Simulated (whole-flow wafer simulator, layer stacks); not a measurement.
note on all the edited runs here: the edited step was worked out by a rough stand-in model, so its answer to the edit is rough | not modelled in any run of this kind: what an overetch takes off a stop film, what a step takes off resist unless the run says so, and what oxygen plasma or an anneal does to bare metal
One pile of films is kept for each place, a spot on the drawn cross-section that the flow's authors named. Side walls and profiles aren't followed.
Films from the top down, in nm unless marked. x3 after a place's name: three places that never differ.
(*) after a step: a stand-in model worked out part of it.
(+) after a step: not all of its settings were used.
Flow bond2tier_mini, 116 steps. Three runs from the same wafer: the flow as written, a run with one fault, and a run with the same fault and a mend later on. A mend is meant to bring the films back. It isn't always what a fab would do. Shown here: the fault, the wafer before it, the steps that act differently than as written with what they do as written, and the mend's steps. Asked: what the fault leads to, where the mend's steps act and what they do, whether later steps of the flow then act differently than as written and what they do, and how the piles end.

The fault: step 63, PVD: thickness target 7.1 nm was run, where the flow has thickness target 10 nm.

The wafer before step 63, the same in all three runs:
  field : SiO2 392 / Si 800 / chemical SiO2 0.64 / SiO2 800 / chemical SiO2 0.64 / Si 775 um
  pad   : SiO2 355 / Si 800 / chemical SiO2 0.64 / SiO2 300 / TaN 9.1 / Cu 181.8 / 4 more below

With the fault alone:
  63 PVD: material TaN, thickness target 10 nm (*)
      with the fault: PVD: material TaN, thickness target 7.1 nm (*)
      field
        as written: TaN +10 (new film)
        with the fault: TaN +7.1 (new film)
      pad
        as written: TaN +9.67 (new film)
        with the fault: TaN +6.86 (new film)
  Later steps of the flow that act differently than as written (1 more step differs only slightly, by at most 2% or 0.5 nm, whichever is larger, and isn't shown):
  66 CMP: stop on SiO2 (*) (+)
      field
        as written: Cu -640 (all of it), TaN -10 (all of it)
        with the fault: Cu -640 (all of it), TaN -7.1 (all of it)
  At the end the piles differ from the flow's by more than 2% or 0.5 nm, whichever is larger, at pad.
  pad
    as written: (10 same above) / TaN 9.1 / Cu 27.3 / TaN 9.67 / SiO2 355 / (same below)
    with the fault: (10 same above) / TaN 9.1 / Cu 30.1 / TaN 6.86 / SiO2 355 / (same below)

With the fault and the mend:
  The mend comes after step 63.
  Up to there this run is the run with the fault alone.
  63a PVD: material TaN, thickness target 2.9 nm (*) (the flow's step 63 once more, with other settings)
      field
        TaN +2.9
      pad
        TaN +2.8
  No later step of the flow acts differently than as written at any place that is followed.
  At the end the piles are the same as the flow's at every place that both follow.
